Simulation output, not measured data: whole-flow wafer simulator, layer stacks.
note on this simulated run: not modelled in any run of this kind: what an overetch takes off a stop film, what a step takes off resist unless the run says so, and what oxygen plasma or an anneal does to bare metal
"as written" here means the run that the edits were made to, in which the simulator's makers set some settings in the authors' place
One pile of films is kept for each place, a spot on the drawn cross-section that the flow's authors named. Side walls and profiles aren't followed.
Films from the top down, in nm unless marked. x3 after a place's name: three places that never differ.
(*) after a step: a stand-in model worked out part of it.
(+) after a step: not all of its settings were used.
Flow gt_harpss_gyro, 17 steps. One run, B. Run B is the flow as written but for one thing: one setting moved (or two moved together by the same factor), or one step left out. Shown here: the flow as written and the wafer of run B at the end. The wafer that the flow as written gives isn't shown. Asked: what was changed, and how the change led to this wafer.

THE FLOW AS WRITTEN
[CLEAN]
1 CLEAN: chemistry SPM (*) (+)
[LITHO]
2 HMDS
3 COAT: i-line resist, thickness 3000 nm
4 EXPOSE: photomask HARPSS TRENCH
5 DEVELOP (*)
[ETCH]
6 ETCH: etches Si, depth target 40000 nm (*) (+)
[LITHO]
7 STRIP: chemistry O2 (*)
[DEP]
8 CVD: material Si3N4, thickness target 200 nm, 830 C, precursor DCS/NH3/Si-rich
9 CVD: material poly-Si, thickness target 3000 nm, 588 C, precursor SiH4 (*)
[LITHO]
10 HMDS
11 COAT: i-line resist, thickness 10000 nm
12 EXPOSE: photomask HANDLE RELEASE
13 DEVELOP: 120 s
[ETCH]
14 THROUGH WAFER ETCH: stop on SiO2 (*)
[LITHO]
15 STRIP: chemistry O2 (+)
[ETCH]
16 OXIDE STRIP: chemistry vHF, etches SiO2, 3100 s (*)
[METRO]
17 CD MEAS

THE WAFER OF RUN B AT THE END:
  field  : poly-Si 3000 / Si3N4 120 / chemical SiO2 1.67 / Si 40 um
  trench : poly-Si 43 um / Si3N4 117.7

The cause: step 8, CVD: thickness target 120 nm was run, where the flow has thickness target 200 nm.
It can be read off the wafer: field has Si3N4 120, and step 8 as written asks for 200 nm.

How the change led to this, step by step:
  8 CVD: material Si3N4, thickness target 200 nm, 830 C, precursor DCS/NH3/Si-rich
      field: Si3N4 +120 (new film) (as written it would be: Si3N4 +200 (new film))
      trench: Si3N4 +117.7 (new film) (as written it would be: Si3N4 +195.9 (new film))
  9 CVD: material poly-Si, thickness target 3000 nm, 588 C, precursor SiH4 (*)
      trench: poly-Si +43 um (new film) (as written it would be: poly-Si +43.01 um (new film))
